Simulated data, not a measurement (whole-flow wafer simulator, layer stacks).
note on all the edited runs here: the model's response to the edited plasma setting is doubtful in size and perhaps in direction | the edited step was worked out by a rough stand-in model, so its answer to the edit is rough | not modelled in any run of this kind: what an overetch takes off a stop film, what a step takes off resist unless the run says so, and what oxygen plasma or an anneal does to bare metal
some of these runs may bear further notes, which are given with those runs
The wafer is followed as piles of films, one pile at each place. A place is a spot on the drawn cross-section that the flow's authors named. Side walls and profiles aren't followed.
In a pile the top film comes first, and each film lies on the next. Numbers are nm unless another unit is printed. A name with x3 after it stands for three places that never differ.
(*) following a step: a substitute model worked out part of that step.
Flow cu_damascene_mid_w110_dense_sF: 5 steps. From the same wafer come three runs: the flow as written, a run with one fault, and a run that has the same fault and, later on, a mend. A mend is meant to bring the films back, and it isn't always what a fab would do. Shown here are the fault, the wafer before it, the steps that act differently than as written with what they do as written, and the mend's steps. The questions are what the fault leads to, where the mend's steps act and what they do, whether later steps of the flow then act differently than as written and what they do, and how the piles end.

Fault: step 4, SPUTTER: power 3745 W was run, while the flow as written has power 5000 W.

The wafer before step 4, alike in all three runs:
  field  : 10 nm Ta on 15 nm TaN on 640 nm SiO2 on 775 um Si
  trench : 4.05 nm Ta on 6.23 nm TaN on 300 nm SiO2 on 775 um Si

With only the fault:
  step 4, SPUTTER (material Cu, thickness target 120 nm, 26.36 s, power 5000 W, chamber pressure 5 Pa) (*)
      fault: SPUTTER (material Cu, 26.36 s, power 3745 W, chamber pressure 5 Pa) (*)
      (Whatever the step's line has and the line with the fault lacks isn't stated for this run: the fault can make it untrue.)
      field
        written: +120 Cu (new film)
        fault: +82.7 Cu (new film)
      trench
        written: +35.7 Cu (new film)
        fault: +29.2 Cu (new film)
  Later steps of the flow acting differently than as written:
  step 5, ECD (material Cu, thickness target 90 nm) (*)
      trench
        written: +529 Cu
        fault: +498.3 Cu
  The piles end different from the flow's at field, trench by more than 2% or 0.5 nm, whichever is larger.
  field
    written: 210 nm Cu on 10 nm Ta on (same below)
    fault: 172.7 nm Cu on 10 nm Ta on (same below)
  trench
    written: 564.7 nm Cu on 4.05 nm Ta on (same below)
    fault: 527.4 nm Cu on 4.05 nm Ta on (same below)

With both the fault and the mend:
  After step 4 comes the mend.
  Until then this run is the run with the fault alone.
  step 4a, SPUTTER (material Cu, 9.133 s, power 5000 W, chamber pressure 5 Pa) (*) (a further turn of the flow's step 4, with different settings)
      field
        +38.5 Cu
      trench
        +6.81 Cu
  Every later step of the flow that is run acts as written, at every place that is followed, to within 2% or 0.5 nm, whichever is larger.
  The piles end only slightly different from the flow's at the places that both follow, by no more than 2% or 0.5 nm, whichever is larger.
